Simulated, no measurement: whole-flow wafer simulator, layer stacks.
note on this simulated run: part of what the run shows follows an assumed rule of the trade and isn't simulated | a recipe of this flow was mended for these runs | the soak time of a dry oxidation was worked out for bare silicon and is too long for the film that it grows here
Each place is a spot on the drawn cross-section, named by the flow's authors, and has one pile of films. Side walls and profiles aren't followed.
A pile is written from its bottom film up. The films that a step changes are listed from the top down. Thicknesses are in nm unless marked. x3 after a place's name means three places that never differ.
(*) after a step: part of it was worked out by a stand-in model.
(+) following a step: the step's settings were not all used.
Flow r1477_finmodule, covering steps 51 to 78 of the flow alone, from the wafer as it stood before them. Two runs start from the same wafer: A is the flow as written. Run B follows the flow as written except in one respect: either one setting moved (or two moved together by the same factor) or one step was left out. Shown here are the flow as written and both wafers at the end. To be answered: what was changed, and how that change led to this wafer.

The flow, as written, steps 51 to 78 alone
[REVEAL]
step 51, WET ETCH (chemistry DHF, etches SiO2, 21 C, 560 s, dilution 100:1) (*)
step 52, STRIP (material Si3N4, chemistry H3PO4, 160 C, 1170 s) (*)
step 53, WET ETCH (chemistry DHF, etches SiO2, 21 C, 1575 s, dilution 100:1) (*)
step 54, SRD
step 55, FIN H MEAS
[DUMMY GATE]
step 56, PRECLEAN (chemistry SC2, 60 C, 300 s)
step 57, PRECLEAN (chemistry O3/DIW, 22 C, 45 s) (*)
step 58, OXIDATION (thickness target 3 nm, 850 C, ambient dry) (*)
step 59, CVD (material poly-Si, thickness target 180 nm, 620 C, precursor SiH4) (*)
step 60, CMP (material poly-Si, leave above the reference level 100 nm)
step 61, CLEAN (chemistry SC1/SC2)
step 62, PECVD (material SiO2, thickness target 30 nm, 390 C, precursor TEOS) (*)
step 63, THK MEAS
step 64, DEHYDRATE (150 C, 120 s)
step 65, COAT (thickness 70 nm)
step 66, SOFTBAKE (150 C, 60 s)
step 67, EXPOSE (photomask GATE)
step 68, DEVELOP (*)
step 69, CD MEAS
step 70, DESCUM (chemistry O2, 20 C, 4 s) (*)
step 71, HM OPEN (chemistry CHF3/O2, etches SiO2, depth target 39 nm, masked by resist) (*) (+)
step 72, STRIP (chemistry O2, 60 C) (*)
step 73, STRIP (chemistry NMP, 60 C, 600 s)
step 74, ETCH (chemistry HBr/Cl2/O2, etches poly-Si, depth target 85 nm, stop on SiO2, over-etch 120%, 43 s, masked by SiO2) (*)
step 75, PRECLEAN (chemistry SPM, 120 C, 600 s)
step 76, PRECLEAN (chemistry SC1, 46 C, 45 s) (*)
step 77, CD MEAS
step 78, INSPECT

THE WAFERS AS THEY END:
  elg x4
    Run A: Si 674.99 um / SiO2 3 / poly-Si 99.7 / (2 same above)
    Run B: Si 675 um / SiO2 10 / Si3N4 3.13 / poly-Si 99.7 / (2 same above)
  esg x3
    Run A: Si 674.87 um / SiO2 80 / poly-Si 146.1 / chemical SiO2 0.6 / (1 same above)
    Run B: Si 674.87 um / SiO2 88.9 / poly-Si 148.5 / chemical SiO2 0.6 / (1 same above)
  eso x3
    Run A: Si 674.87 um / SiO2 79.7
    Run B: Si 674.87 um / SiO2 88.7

What caused this: step 51, WET ETCH: 381 s was run, though the flow has 560 s.

Step by step, how the change led to this:
  step 51, WET ETCH (chemistry DHF, etches SiO2, 21 C, 560 s, dilution 100:1) (*)
      elg x4, elo x4: A -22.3 SiO2 (all of it), -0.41 Si3N4 | B -19.1 SiO2
      esg x3, e200sg, s40cg x3, s40sg x3, eso x3, e200so, s40co x3, s40so x3: A -28.1 SiO2 | B -19.1 SiO2
      (and at 2 other places as well)
  step 52, STRIP (material Si3N4, chemistry H3PO4, 160 C, 1170 s) (*)
      elg x4, elo x4: A -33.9 Si3N4 (all of it), -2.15 SiO2 | B -3.16 SiO2 (all of it), -26.9 Si3N4
  step 53, WET ETCH (chemistry DHF, etches SiO2, 21 C, 1575 s, dilution 100:1) (*)
      elg x4, elo x4: A -7.85 SiO2 (all of it) | B -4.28 Si3N4
  step 57, PRECLEAN (chemistry O3/DIW, 22 C, 45 s) (*)
      elg x4, elo x4: A +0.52 chemical SiO2, -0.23 Si | B nothing
  step 58, OXIDATION (thickness target 3 nm, 850 C, ambient dry) (*)
      elg x4, elo x4: A +3 SiO2 (new film), -0.85 chemical SiO2 (all of it), -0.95 Si | B nothing
  step 59, CVD (material poly-Si, thickness target 180 nm, 620 C, precursor SiH4) (*)
      s40cg x3, s40sg x3, s40co x3, s40so x3: A +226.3 poly-Si (new film) | B +217.3 poly-Si (new film)
  step 60, CMP (material poly-Si, leave above the reference level 100 nm)
      s40cg x3, s40sg x3, s40sg_line x3, s40co x3, s40so x3, s40so_line x3: A -80 poly-Si | B -68.5 poly-Si
      pad, padg: A -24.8 poly-Si | B -23 poly-Si
  step 74, ETCH (chemistry HBr/Cl2/O2, etches poly-Si, depth target 85 nm, stop on SiO2, over-etch 120%, 43 s, masked by SiO2) (*)
      elo x4: A -1.12 chemical SiO2 (all of it), -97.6 poly-Si (all of it), -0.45 SiO2 | B -1.12 chemical SiO2 (all of it), -97.6 poly-Si (all of it), -3.13 Si3N4 (all of it), -2.76 SiO2
      s40so_line x3: A -1.12 chemical SiO2 (all of it), -97.6 poly-Si (all of it), -0.45 SiO2 | B -1.12 chemical SiO2 (all of it), -109 poly-Si (all of it), -0.39 SiO2
